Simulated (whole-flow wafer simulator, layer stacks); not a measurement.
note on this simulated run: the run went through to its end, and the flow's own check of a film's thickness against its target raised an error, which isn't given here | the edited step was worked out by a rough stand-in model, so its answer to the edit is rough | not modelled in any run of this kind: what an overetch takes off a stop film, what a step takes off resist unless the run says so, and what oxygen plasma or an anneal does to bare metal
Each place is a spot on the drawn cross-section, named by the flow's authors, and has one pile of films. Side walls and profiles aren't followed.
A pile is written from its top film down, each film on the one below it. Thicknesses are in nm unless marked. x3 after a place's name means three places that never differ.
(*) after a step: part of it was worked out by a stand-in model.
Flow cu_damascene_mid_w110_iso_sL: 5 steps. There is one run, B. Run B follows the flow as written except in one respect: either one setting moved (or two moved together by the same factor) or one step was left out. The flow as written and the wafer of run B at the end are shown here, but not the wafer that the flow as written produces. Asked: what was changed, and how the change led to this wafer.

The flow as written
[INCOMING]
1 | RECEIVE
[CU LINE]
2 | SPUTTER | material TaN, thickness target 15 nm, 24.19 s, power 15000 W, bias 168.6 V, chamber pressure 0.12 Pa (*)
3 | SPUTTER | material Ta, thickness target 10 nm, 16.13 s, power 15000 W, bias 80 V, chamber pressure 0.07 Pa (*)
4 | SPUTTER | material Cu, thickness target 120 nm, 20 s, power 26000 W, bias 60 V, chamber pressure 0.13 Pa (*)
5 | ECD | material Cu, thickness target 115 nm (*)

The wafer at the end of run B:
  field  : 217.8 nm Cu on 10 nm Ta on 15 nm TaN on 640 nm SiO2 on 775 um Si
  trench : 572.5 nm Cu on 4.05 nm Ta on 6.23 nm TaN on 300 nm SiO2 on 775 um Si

Cause: step 5, ECD: thickness target 97.8 nm was run, while the flow as written has thickness target 115 nm.

Step by step, how the change led to this:
  5 | ECD | material Cu, thickness target 115 nm (*)
      field: Cu gains 97.8 (it would be, as written: Cu gains 115)
      trench: Cu gains 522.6 (it would be, as written: Cu gains 539.8)
